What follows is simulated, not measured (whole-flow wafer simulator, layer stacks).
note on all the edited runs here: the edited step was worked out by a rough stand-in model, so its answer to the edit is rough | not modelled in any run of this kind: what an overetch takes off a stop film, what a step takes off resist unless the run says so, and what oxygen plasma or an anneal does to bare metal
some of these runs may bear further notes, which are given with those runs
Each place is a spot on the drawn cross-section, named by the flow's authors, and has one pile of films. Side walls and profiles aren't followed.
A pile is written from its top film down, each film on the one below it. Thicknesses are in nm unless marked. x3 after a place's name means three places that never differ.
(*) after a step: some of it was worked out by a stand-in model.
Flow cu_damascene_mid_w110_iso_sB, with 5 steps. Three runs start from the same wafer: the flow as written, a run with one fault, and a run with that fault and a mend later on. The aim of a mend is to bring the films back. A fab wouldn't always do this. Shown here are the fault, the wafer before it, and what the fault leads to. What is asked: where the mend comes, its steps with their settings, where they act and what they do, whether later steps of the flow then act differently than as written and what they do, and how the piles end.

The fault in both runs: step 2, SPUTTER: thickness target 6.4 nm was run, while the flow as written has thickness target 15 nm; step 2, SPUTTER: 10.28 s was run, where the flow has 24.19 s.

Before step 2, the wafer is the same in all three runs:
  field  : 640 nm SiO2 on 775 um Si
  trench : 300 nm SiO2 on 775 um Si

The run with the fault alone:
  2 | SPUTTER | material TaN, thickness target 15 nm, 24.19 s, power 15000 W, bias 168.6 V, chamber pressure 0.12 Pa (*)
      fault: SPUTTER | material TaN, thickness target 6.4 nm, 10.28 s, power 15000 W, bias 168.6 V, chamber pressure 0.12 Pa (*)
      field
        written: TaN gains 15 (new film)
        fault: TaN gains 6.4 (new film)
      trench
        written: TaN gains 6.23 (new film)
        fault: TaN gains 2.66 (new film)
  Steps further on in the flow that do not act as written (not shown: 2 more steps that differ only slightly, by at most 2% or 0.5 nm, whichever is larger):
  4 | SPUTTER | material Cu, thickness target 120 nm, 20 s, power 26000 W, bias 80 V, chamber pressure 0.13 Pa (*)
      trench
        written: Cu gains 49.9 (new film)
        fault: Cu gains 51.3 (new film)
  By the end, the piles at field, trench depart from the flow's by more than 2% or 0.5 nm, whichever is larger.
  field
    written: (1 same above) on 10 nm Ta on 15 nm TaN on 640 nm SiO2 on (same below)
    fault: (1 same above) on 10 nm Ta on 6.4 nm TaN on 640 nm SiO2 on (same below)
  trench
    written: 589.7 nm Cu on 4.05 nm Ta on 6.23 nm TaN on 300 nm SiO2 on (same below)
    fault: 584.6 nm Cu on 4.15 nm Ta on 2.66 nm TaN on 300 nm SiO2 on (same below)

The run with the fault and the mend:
  After step 2 comes the mend.
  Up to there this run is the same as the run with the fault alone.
  2a | SPUTTER | material TaN, thickness target 8.6 nm, 13.87 s, power 15000 W, bias 168.6 V, chamber pressure 0.12 Pa (*) (the flow's step 2, run once more with other settings)
      field
        TaN gains 8.6
      trench
        TaN gains 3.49
  Every later step of the flow that is run acts as written, at every place that is followed, to within 2% or 0.5 nm, whichever is larger.
  At the end the piles are close to the flow's at the places that both follow, differing by at most 2% or 0.5 nm, whichever is larger.
